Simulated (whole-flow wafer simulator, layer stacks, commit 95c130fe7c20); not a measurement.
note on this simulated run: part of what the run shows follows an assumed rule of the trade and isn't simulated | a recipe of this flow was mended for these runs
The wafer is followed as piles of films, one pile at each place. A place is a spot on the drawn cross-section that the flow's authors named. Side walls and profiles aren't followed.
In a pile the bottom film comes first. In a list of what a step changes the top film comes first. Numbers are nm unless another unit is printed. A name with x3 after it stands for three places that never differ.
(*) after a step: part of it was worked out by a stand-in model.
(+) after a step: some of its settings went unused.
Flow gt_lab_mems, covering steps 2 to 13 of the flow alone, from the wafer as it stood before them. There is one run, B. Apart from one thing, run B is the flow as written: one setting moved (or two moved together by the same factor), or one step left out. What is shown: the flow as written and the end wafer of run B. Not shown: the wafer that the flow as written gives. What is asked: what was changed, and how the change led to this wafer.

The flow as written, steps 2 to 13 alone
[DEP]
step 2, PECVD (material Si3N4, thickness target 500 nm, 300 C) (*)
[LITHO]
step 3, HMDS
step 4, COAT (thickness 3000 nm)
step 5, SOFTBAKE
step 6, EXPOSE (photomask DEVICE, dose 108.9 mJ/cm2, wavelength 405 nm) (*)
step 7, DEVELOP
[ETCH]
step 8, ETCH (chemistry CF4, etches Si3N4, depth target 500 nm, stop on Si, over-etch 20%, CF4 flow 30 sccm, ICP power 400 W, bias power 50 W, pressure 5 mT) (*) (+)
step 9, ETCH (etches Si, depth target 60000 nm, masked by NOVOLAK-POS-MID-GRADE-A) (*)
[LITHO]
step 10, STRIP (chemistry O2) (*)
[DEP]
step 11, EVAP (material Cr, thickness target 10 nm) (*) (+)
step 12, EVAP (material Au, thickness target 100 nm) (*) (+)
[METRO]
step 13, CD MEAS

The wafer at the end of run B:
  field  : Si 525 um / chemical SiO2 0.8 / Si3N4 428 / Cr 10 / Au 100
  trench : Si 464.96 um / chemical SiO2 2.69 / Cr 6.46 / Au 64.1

The reason: step 2, PECVD: thickness target 428 nm was run, while the flow as written has thickness target 500 nm.
The wafer itself shows it: field has Si3N4 428, and step 2 as written asks for 500 nm.

How this came from the change, step by step:
  step 2, PECVD (material Si3N4, thickness target 500 nm, 300 C) (*)
      field, trench: +428 Si3N4 (new film) (as written it would have been: +500 Si3N4 (new film))
  step 8, ETCH (chemistry CF4, etches Si3N4, depth target 500 nm, stop on Si, over-etch 20%, CF4 flow 30 sccm, ICP power 400 W, bias power 50 W, pressure 5 mT) (*) (+)
      field: -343 g/i-line-resist (as written it would have been: -400 g/i-line-resist)
      trench: -428 Si3N4 (all of it), -0.8 chemical SiO2 (all of it), -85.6 Si (as written it would have been: -500 Si3N4 (all of it), -0.8 chemical SiO2 (all of it), -49.6 Si)
  step 10, STRIP (chemistry O2) (*)
      field: -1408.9 g/i-line-resist (all of it) (as written it would have been: -1352 g/i-line-resist (all of it))
